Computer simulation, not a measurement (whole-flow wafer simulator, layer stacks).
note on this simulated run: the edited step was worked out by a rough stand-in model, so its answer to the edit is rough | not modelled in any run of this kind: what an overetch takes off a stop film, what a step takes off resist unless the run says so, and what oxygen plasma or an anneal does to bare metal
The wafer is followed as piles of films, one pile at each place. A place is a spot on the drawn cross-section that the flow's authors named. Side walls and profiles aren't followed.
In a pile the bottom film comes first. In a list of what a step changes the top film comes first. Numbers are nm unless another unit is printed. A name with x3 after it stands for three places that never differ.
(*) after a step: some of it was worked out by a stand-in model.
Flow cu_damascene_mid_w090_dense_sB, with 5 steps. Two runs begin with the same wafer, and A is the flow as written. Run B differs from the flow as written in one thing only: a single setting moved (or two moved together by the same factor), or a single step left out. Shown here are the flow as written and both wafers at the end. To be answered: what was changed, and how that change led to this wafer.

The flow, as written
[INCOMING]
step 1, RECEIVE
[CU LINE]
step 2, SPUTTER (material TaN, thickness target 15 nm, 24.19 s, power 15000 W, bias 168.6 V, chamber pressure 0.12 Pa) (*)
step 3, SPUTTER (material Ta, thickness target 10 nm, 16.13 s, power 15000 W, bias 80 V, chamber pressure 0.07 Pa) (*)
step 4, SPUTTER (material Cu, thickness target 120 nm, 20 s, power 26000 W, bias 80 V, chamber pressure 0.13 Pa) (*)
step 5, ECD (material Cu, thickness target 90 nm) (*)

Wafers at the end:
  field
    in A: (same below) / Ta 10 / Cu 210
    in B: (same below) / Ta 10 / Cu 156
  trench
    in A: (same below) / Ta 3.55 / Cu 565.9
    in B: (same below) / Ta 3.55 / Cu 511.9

What caused this: step 5, ECD: thickness target 36 nm was run, though the flow has thickness target 90 nm.

How this came from the change, step by step:
  step 5, ECD (material Cu, thickness target 90 nm) (*)
      field: A Cu gains 90 | B Cu gains 36
      trench: A Cu gains 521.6 | B Cu gains 467.6
